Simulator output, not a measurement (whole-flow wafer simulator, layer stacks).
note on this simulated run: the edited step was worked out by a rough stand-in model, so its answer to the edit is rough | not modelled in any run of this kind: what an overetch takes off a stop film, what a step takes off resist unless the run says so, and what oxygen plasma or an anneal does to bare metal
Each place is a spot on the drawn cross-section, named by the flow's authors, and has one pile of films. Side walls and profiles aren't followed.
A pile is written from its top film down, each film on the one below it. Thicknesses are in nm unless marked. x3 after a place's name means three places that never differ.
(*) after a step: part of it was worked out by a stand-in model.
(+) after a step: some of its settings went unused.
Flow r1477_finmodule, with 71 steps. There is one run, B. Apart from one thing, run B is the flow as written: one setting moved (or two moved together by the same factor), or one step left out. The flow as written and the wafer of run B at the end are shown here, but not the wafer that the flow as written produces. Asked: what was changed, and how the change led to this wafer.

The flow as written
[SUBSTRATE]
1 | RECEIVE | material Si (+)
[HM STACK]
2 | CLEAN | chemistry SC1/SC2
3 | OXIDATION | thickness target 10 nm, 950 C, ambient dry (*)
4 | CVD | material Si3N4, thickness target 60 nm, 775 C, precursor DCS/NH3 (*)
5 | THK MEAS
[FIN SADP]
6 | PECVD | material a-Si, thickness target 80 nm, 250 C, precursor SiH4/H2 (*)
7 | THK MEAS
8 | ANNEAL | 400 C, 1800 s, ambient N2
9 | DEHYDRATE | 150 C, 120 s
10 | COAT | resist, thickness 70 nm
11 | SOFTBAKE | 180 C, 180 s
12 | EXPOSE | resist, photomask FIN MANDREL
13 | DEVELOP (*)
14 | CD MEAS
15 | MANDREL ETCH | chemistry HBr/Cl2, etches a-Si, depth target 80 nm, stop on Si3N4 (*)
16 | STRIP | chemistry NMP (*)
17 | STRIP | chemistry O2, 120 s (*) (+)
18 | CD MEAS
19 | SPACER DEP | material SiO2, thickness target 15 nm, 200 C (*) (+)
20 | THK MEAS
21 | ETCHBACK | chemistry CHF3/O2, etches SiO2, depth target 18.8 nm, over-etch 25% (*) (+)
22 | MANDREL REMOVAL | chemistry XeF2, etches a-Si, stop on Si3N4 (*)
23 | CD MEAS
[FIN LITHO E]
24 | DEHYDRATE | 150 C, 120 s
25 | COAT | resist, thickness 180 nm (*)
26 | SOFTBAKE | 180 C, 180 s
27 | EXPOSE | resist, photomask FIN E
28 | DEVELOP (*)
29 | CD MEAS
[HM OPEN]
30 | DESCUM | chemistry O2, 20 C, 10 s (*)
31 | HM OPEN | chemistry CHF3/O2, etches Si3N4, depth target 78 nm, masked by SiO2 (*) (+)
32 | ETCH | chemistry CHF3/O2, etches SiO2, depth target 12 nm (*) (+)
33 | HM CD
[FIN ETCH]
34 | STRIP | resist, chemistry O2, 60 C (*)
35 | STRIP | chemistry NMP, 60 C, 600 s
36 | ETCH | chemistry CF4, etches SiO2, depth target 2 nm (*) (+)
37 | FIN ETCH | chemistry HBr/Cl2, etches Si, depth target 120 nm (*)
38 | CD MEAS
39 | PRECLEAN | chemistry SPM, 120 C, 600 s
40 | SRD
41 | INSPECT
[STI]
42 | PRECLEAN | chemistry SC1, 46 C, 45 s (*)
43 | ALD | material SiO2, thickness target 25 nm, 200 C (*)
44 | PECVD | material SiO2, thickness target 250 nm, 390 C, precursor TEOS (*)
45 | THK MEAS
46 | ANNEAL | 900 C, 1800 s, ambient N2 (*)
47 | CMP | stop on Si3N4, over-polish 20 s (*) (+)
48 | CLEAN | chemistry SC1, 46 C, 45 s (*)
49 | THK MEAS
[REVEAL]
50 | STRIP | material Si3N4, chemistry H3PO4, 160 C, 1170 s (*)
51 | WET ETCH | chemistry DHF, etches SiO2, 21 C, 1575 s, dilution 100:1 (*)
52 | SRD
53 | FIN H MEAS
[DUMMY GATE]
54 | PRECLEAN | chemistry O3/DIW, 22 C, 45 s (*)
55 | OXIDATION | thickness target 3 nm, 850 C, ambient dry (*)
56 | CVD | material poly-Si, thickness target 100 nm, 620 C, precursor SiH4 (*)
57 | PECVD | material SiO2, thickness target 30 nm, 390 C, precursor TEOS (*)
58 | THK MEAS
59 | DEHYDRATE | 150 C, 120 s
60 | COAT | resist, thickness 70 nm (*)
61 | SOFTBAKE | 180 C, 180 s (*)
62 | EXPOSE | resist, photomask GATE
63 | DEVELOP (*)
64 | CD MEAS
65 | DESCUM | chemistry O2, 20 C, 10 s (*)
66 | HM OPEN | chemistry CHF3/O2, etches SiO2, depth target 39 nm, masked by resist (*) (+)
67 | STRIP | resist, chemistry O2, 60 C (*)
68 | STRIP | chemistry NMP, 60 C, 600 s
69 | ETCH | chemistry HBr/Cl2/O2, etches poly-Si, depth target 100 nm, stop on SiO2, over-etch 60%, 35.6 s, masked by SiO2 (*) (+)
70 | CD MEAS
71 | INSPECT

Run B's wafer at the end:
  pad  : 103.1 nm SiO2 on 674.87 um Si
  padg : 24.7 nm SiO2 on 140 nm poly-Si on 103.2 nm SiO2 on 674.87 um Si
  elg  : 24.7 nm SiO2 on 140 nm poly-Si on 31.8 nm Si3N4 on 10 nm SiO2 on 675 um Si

What caused this: step 56, CVD: thickness target 140 nm was run, whereas the flow has thickness target 100 nm.
One can read it off the wafer: padg has poly-Si 140, and step 56 as written asks for 100 nm.

Step by step, how the change led to this:
  56 | CVD | material poly-Si, thickness target 100 nm, 620 C, precursor SiH4 (*)
      pad, padg, elg and 26 more: +140 poly-Si (new film) (it would be, as written: +100 poly-Si (new film))
      s40cg, s40co: +154.5 poly-Si (new film) (it would be, as written: +113.9 poly-Si (new film))
      (and at 5 other places as well)
  67 | STRIP | resist, chemistry O2, 60 C (*)
      s45cg: -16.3 resist (all of it) (it would be, as written: -16.9 resist (all of it))
      s50cg: -16.7 resist (all of it) (it would be, as written: -17.4 resist (all of it))
  69 | ETCH | chemistry HBr/Cl2/O2, etches poly-Si, depth target 100 nm, stop on SiO2, over-etch 60%, 35.6 s, masked by SiO2 (*) (+)
      elo, e40lo, e100lo, e200lo: -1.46 chemical SiO2 (all of it), -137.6 poly-Si (all of it) (it would be, as written: -1.46 chemical SiO2 (all of it), -97.6 poly-Si (all of it), -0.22 Si3N4)
      s40co: -1.46 chemical SiO2 (all of it), -152.1 poly-Si (all of it) (it would be, as written: -1.46 chemical SiO2 (all of it), -111.5 poly-Si (all of it), -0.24 SiO2)
      (and at 13 other places as well)
